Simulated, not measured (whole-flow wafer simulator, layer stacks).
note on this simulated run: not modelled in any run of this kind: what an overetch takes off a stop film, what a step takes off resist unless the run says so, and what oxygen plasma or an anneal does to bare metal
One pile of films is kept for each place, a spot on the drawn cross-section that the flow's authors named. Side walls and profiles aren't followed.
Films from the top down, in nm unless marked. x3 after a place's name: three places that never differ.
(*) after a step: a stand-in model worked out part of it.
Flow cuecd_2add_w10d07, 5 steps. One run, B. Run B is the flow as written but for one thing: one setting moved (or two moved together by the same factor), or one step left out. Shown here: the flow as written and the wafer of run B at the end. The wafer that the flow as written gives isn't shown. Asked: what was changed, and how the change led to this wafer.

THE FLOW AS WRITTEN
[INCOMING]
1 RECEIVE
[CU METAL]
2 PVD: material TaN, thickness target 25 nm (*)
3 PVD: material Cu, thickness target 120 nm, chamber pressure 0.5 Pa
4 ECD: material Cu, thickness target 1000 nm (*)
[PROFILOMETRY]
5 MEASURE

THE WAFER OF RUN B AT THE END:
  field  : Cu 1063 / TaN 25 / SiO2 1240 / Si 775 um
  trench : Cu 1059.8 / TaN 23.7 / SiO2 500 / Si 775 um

The cause: step 3, PVD: thickness target 63 nm was run, where the flow has thickness target 120 nm.

How the change led to this, step by step:
  3 PVD: material Cu, thickness target 120 nm, chamber pressure 0.5 Pa
      field: Cu +63 (new film) (as written it would be: Cu +120 (new film))
      trench: Cu +59.8 (new film) (as written it would be: Cu +114 (new film))
